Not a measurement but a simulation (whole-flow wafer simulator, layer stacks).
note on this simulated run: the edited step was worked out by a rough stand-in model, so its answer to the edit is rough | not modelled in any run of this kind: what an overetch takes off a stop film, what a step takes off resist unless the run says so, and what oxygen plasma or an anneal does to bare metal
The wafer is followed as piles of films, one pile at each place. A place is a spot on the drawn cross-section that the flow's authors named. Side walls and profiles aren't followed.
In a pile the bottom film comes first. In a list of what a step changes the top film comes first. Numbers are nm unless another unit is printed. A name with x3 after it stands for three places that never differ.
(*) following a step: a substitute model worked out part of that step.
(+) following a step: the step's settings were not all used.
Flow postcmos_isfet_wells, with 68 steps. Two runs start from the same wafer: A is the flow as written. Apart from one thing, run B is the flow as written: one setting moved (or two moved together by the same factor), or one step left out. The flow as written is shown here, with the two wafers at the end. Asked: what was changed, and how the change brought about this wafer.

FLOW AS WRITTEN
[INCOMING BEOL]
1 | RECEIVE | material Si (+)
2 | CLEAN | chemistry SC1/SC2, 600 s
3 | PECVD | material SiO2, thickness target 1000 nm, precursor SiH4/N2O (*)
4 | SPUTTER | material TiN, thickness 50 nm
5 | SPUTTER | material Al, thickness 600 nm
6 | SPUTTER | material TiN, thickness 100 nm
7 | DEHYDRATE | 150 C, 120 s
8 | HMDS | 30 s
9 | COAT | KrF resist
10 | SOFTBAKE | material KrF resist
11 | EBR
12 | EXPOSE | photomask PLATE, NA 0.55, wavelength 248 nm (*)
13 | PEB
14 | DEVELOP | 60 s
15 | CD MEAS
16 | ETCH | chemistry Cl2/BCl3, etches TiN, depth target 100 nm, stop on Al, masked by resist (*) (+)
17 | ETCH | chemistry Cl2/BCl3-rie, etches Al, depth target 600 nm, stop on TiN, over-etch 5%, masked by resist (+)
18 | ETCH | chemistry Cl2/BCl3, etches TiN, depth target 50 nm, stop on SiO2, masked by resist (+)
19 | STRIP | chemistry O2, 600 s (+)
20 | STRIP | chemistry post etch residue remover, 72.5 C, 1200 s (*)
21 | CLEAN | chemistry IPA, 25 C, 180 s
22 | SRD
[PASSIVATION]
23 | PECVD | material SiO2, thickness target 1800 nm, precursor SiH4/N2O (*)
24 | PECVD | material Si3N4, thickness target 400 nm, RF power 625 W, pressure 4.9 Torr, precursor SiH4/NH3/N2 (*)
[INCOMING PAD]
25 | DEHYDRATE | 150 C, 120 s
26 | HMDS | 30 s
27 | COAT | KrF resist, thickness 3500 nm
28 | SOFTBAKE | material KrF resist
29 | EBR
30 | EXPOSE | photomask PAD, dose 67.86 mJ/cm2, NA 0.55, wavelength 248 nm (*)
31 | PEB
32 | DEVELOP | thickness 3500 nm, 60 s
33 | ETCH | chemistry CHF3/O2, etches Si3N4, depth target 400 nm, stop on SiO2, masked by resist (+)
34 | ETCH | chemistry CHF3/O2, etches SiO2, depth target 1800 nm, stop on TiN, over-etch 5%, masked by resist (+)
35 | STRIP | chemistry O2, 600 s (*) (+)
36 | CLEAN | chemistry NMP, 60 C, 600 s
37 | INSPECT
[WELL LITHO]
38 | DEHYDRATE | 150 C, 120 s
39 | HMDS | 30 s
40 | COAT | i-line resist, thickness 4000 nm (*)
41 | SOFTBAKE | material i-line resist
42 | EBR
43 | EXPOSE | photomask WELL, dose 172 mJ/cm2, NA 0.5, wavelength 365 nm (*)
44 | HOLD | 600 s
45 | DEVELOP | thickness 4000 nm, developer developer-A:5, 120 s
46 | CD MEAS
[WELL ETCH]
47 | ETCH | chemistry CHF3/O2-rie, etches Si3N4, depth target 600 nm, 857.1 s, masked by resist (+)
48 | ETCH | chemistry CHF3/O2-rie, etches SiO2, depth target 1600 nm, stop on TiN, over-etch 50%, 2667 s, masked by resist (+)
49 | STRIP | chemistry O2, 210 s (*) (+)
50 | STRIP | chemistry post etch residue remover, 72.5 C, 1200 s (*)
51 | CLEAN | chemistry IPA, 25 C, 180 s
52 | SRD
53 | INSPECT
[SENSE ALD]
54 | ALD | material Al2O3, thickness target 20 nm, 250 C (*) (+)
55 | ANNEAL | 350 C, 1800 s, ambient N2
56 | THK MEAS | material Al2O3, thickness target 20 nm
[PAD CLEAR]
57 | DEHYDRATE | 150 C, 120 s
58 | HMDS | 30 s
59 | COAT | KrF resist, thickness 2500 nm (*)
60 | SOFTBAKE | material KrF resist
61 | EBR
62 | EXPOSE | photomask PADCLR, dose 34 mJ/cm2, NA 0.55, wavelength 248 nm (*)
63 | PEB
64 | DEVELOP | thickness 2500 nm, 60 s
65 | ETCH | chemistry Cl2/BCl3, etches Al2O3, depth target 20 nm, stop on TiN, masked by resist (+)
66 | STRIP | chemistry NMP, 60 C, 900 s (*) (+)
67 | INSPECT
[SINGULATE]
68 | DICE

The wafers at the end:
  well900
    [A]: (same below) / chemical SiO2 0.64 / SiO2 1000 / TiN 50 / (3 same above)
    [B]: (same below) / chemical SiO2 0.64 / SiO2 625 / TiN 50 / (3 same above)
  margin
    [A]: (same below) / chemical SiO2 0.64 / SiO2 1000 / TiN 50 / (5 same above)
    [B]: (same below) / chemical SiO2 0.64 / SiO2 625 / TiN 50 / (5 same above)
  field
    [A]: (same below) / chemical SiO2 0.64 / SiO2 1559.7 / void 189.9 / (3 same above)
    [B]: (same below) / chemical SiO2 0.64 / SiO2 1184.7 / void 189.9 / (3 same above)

What caused this: step 3, PECVD: thickness target 625 nm was run, whereas the flow has thickness target 1000 nm.
The wafer lets one read it off: well900 has SiO2 625, and step 3 as written asks for 1000 nm.

The path from the change to this, step by step:
  3 | PECVD | material SiO2, thickness target 1000 nm, precursor SiH4/N2O (*)
      field, margin, well900, well1300 x3, pad_rim, pad_clr, pad_open: A +1000 SiO2 (new film) | B +625 SiO2 (new film)
